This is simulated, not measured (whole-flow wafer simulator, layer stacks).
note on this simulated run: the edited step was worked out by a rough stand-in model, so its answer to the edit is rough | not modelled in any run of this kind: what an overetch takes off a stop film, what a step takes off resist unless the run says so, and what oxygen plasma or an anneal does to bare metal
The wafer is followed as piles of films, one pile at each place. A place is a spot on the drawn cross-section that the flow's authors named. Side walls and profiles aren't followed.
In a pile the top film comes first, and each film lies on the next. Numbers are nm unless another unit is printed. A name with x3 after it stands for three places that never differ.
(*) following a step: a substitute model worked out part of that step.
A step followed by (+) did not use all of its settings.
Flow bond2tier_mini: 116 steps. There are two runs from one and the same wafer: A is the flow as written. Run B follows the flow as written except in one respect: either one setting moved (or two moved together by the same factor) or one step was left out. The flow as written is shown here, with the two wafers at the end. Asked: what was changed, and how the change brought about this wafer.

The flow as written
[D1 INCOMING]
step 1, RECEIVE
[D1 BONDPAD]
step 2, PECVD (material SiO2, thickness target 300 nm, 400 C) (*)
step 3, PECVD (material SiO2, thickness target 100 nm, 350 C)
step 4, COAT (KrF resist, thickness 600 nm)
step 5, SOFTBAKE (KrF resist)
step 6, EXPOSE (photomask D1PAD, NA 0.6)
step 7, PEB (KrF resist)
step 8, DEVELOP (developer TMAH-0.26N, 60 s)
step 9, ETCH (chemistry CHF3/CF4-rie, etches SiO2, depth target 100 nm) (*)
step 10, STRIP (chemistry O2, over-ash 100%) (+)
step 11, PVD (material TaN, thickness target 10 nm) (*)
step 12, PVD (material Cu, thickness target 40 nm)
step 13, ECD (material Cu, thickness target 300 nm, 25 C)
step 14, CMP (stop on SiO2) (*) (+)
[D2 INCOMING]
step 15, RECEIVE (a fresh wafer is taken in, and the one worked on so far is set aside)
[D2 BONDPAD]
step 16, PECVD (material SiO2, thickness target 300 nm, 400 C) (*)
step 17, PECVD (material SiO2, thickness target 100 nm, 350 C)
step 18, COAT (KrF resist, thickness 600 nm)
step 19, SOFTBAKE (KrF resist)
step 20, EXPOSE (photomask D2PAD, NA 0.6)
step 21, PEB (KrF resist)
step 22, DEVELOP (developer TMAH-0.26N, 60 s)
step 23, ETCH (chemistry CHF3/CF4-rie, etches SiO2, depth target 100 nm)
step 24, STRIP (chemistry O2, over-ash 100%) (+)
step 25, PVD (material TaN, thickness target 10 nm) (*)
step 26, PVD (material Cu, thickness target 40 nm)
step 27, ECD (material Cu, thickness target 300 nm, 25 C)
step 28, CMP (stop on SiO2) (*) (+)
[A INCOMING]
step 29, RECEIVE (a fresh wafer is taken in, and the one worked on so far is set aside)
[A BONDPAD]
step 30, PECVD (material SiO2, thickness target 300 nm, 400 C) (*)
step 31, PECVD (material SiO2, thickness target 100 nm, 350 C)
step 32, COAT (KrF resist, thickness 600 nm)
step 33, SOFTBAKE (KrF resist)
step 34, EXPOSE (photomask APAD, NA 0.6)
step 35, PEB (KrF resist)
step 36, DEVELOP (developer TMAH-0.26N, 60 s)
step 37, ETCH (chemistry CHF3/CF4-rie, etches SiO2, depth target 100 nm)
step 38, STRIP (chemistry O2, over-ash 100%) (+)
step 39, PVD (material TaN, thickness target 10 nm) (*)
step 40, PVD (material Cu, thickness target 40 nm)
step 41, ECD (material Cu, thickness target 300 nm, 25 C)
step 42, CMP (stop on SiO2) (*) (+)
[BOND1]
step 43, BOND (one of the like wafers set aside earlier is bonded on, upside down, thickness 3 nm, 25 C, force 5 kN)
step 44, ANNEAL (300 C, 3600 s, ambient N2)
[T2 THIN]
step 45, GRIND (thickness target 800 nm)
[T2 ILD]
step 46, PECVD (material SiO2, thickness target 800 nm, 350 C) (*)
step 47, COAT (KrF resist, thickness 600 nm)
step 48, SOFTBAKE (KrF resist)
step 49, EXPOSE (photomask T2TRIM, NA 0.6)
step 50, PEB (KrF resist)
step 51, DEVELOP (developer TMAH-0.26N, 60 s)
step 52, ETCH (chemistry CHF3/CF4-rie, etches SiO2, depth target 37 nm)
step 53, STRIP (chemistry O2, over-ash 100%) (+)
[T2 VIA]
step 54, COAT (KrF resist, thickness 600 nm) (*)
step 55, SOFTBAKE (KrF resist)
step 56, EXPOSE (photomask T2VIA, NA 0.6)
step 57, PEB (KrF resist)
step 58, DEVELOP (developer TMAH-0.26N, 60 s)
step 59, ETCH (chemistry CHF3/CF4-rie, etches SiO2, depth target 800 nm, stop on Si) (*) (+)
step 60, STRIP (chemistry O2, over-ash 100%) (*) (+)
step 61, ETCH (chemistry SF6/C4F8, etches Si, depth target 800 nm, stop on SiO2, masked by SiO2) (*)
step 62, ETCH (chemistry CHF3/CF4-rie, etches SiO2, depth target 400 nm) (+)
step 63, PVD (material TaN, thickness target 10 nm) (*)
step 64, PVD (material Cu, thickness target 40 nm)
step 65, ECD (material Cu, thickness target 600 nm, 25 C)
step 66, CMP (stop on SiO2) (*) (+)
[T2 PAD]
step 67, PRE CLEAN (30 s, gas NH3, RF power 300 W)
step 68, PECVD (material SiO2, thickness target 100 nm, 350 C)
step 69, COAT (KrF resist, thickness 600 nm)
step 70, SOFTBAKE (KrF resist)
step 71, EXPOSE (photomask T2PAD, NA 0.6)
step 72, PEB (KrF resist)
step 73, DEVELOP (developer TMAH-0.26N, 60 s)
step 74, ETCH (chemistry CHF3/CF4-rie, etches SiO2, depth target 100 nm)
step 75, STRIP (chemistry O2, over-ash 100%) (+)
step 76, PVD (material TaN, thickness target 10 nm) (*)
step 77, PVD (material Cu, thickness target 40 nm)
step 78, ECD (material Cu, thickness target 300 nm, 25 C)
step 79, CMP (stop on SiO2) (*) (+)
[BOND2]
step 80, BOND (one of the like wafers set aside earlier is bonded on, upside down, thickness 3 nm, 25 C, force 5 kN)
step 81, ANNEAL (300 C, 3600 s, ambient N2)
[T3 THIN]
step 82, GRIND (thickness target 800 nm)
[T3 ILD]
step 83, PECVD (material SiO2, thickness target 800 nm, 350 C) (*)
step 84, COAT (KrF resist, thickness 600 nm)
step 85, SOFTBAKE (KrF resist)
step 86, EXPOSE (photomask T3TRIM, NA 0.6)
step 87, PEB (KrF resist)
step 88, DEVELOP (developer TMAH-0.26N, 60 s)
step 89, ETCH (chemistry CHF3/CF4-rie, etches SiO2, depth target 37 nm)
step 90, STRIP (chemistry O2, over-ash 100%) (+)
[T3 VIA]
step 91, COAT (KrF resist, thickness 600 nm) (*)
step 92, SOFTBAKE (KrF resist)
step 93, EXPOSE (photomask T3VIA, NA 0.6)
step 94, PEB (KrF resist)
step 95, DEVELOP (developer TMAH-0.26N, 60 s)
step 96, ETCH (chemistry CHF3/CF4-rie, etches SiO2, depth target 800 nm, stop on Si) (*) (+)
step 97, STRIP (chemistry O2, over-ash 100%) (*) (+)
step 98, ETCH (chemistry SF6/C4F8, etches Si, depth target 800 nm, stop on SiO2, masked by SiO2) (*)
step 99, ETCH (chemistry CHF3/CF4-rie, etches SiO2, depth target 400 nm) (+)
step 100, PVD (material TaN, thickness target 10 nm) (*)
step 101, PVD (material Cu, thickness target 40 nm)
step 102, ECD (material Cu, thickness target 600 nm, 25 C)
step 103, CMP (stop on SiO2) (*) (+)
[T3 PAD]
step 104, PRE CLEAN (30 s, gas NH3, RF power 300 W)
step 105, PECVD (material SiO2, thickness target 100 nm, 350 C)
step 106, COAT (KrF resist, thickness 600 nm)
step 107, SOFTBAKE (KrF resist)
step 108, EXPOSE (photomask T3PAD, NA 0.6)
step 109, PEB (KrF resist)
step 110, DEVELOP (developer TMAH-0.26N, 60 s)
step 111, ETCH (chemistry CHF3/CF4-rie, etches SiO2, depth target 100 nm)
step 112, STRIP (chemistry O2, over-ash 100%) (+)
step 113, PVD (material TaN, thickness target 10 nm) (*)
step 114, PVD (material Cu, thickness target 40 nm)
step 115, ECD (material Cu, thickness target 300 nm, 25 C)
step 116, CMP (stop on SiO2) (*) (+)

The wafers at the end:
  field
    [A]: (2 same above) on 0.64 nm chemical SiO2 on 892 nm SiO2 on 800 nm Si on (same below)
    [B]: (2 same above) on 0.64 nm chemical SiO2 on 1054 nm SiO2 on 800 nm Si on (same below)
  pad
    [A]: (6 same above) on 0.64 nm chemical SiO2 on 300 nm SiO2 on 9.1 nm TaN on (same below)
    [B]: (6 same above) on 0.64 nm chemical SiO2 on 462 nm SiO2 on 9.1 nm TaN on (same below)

Cause: step 16, PECVD: thickness target 462 nm was run, while the flow as written has thickness target 300 nm.
The wafer lets one read it off: pad has SiO2 462, and step 16 as written asks for 300 nm.

Step by step, how the change led to this:
  step 16, PECVD (material SiO2, thickness target 300 nm, 400 C) (*)
      field, pad, via: A +300 SiO2 (new film) | B +462 SiO2 (new film)
  step 80, BOND (one of the like wafers set aside earlier is bonded on, upside down, thickness 3 nm, 25 C, force 5 kN)
      field: A +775 um Si (new film), +0.64 chemical SiO2 (new film), +400 SiO2 | B +775 um Si (new film), +0.64 chemical SiO2 (new film), +562 SiO2
      pad: A +775 um Si (new film), +0.64 chemical SiO2 (new film), +300 SiO2 (new film), +9.1 TaN (new film), +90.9 Cu | B +775 um Si (new film), +0.64 chemical SiO2 (new film), +462 SiO2 (new film), +9.1 TaN (new film), +90.9 Cu
